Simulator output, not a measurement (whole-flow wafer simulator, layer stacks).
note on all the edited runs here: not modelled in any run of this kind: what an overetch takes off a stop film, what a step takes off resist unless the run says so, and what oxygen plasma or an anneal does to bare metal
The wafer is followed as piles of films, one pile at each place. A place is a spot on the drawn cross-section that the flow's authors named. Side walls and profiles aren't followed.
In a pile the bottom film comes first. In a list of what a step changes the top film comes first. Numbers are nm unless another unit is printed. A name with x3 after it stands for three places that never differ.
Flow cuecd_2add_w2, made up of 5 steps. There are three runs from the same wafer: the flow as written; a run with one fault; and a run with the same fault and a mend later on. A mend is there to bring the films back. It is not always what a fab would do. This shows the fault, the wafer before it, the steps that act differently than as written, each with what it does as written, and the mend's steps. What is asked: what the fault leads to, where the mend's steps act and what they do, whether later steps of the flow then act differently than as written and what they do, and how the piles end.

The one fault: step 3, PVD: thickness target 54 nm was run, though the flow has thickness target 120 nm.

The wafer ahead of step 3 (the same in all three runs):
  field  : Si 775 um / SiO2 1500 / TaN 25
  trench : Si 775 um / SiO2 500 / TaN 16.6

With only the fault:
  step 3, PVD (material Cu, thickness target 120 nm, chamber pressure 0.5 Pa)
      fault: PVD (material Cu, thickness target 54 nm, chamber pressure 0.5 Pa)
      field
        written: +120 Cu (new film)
        fault: +54 Cu (new film)
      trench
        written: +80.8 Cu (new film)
        fault: +36.5 Cu (new film)
  None of the later steps of the flow differs from how it acts as written, at any place that is followed, by more than 2% or 0.5 nm, whichever is larger.
  At field, trench, the piles at the end differ from the flow's by more than 2% or 0.5 nm, whichever is larger.
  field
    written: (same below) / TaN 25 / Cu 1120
    fault: (same below) / TaN 25 / Cu 1054
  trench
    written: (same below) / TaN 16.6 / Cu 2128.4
    fault: (same below) / TaN 16.6 / Cu 2062.4

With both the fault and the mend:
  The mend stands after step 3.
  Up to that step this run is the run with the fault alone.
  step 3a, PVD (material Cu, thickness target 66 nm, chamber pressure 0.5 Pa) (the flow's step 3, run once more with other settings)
      field
        +66 Cu
      trench
        +43.9 Cu
  None of the later steps of the flow differs from how it acts as written, at any place that is followed, by more than 2% or 0.5 nm, whichever is larger.
  By the end, the piles equal the flow's at every place that both follow.
